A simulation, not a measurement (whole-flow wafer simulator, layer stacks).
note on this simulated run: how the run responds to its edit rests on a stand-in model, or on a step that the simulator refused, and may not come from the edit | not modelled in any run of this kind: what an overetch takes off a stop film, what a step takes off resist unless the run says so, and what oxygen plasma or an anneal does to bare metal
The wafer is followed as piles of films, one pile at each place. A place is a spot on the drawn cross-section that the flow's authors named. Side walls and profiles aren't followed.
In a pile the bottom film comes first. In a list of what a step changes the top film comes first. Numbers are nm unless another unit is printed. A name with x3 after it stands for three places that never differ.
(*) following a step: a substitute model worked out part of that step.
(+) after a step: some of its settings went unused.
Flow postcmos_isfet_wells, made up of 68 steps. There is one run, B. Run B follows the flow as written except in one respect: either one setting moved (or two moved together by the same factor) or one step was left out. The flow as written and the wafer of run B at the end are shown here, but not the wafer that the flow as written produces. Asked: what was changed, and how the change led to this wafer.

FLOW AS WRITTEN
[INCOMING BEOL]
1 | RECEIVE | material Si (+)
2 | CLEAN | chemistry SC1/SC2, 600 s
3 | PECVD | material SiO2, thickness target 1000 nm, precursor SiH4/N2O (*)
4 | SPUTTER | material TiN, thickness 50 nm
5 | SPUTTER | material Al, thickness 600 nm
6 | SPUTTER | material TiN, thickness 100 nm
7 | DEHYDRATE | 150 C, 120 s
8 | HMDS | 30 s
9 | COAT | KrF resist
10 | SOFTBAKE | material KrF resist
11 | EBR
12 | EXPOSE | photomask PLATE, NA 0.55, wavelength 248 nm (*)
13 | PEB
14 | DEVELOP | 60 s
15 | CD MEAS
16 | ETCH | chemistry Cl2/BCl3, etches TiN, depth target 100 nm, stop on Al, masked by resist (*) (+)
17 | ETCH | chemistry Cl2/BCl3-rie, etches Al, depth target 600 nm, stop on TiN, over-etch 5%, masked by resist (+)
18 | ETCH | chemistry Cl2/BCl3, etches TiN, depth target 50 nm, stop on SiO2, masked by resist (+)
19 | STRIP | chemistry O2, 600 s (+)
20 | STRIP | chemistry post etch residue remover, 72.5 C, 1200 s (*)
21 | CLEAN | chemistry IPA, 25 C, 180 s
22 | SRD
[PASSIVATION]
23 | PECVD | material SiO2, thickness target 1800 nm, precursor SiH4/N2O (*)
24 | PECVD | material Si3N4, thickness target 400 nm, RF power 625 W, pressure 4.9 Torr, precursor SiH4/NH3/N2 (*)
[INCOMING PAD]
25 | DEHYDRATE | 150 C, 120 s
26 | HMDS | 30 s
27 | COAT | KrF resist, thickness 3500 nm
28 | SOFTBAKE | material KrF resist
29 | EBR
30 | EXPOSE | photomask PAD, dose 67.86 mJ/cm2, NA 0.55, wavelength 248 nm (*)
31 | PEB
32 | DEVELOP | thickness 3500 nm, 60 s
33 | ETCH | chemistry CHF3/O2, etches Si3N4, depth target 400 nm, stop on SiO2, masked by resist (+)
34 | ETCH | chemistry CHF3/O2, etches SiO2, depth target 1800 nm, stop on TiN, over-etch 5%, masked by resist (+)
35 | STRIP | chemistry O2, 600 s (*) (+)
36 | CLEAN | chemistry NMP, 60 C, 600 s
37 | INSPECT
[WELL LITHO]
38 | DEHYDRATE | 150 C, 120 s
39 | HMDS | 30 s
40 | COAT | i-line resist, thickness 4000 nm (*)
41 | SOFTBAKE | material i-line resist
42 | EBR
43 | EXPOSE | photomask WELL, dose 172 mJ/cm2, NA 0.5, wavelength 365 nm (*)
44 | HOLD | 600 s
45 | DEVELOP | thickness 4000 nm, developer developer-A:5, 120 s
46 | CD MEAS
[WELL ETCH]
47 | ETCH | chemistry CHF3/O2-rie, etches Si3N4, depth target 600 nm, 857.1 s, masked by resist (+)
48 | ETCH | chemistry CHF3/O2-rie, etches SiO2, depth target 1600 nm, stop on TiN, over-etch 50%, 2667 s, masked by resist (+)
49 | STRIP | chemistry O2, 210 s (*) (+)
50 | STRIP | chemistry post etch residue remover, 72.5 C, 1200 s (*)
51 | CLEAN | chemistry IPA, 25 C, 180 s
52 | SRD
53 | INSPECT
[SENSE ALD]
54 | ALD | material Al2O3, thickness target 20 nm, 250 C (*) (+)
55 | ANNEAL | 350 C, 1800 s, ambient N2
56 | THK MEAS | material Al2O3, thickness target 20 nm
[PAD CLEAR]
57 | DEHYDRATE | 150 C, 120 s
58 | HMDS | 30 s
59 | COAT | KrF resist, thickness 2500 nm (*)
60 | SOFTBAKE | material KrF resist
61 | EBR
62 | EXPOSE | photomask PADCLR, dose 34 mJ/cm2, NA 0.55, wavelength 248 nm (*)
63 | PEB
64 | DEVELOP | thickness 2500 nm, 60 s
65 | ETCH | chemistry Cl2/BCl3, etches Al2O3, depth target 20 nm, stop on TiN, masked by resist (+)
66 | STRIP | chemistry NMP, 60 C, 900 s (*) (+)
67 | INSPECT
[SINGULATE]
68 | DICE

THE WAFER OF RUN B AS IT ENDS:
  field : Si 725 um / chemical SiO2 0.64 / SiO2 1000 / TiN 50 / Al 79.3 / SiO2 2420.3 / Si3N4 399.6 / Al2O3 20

The reason: step 17, ETCH: depth target 465 nm was run, though the flow has depth target 600 nm.

How this came from the change, step by step:
  17 | ETCH | chemistry Cl2/BCl3-rie, etches Al, depth target 600 nm, stop on TiN, over-etch 5%, masked by resist (+)
      field: -465 Al (as written it would have been: -600 Al (all of it))
      margin, well900, well1300 x3, pad_rim, pad_clr, pad_open: -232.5 KrF resist (as written it would have been: -300 KrF resist)
  18 | ETCH | chemistry Cl2/BCl3, etches TiN, depth target 50 nm, stop on SiO2, masked by resist (+)
      field: -50 Al (as written it would have been: -50 TiN (all of it))
  19 | STRIP | chemistry O2, 600 s (+)
      margin, well900, well1300 x3, pad_rim, pad_clr, pad_open: -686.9 KrF resist (all of it) (as written it would have been: -619.4 KrF resist (all of it))
  20 | STRIP | chemistry post etch residue remover, 72.5 C, 1200 s (*)
      field: -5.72 Al (as written it would have been: nothing)
  23 | PECVD | material SiO2, thickness target 1800 nm, precursor SiH4/N2O (*)
      field: +2420.3 SiO2 (new film) (as written it would have been: +1800 SiO2 (new film), +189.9 void (new film), +559.7 SiO2)
With metal films that touch counted as one body, field has 1 body; the flow as written gives 0 bodies.
